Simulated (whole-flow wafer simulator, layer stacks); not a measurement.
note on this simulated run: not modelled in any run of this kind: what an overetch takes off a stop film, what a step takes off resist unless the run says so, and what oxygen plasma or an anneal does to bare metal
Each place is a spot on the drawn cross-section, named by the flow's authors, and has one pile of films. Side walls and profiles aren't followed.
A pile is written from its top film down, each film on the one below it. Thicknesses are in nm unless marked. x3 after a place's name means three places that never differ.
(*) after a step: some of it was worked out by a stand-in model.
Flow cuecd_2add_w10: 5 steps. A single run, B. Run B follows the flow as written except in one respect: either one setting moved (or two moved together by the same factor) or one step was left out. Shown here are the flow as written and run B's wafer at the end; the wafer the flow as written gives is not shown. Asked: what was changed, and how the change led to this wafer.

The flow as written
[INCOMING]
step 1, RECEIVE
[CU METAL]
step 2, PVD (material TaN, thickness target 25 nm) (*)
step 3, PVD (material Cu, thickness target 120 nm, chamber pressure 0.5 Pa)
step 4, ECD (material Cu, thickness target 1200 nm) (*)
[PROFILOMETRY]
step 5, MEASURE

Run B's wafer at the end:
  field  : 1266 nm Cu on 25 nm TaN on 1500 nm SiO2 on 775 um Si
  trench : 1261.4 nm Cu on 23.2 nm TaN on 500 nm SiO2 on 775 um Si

Cause: step 3, PVD: thickness target 66 nm was run, whereas the flow has thickness target 120 nm.

The path from the change to this, step by step:
  step 3, PVD (material Cu, thickness target 120 nm, chamber pressure 0.5 Pa)
      field: Cu gains 66 (new film) (it would be, as written: Cu gains 120 (new film))
      trench: Cu gains 61.4 (new film) (it would be, as written: Cu gains 111.8 (new film))
